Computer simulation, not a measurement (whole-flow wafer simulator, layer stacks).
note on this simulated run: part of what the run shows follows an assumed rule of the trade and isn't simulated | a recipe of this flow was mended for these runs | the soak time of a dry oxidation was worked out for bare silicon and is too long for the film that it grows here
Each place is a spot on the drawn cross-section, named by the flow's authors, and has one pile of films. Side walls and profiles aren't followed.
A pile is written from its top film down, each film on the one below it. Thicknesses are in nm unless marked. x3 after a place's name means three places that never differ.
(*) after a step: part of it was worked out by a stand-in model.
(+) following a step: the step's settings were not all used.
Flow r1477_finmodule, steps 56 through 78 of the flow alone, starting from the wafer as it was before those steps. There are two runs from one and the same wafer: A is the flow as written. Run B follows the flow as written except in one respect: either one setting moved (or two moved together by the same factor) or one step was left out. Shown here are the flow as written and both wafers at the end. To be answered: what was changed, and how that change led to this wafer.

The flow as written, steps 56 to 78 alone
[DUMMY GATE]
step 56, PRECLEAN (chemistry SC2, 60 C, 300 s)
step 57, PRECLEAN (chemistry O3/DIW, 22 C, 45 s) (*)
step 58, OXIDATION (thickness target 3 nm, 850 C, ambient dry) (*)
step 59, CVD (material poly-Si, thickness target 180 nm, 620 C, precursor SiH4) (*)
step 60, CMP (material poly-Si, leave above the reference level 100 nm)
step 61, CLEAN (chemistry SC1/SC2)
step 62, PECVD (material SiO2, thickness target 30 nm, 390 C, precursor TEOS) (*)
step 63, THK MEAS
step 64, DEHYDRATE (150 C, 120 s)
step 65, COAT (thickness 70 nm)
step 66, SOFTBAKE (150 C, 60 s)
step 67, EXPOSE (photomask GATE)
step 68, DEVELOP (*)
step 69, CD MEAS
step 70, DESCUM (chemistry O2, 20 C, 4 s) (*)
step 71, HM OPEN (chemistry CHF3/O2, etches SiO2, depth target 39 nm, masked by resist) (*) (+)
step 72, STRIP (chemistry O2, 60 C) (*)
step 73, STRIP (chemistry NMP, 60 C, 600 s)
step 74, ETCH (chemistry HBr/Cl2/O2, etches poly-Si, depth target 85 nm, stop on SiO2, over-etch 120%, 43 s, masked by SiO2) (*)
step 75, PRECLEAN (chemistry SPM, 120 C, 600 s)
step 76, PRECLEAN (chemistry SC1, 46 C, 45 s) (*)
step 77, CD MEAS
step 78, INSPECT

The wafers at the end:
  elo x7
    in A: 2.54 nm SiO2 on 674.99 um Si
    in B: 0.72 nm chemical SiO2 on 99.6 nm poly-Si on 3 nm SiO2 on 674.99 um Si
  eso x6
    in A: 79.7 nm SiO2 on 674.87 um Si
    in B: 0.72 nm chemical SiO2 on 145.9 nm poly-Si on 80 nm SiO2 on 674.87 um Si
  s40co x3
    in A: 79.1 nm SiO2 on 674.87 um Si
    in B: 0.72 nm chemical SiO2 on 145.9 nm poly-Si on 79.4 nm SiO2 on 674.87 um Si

The reason: step 62, PECVD: thickness target 46.5 nm was run, though the flow has thickness target 30 nm.

How this came from the change, step by step:
  step 62, PECVD (material SiO2, thickness target 30 nm, 390 C, precursor TEOS) (*)
      pad, padg, elg x7 and 27 more: A +30 SiO2 (new film) | B +46.5 SiO2 (new film)
  step 71, HM OPEN (chemistry CHF3/O2, etches SiO2, depth target 39 nm, masked by resist) (*) (+)
      pad, elo x7, eso x6, e200so, s40co x3: A -30 SiO2 (all of it), -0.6 chemical SiO2 (all of it), -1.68 poly-Si | B -39 SiO2
  step 72, STRIP (chemistry O2, 60 C) (*)
      pad, elo x7, eso x6, e200so, s40co x3: A +1.12 chemical SiO2 (new film), -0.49 poly-Si | B nothing
  step 74, ETCH (chemistry HBr/Cl2/O2, etches poly-Si, depth target 85 nm, stop on SiO2, over-etch 120%, 43 s, masked by SiO2) (*)
      eso x6, e200so, s40co x3: A -1.12 chemical SiO2 (all of it), -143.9 poly-Si (all of it), -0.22 SiO2 | B -7.5 SiO2 (all of it)
      elo x7: A -1.12 chemical SiO2 (all of it), -97.6 poly-Si (all of it), -0.45 SiO2 | B -7.5 SiO2 (all of it)
      (and at 1 other place as well)
